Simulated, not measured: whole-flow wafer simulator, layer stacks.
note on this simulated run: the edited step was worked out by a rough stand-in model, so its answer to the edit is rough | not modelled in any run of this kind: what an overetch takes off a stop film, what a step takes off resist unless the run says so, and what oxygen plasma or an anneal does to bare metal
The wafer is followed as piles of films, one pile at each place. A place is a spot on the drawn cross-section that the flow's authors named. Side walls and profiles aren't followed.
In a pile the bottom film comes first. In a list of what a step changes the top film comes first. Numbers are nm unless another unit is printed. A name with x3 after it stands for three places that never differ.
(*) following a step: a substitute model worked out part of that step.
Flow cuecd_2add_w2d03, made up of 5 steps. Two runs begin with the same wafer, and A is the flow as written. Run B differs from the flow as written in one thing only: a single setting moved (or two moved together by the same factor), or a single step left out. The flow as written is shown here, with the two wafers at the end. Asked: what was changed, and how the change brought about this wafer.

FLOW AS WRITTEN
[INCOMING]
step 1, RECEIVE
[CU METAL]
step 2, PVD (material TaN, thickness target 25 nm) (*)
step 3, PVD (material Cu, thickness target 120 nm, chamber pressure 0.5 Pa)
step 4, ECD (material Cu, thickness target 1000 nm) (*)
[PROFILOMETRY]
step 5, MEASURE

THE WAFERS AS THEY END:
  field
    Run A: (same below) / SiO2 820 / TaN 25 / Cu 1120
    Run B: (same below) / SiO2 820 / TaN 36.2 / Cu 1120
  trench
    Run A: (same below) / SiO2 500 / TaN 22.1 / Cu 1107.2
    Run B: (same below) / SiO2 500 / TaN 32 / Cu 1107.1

What caused this: step 2, PVD: thickness target 36.2 nm was run, whereas the flow has thickness target 25 nm.
The wafer lets one read it off: field has TaN 36.2, and step 2 as written asks for 25 nm.

Step by step, how the change led to this:
  step 2, PVD (material TaN, thickness target 25 nm) (*)
      field: A TaN gains 25 (new film) | B TaN gains 36.2 (new film)
      trench: A TaN gains 22.1 (new film) | B TaN gains 32 (new film)
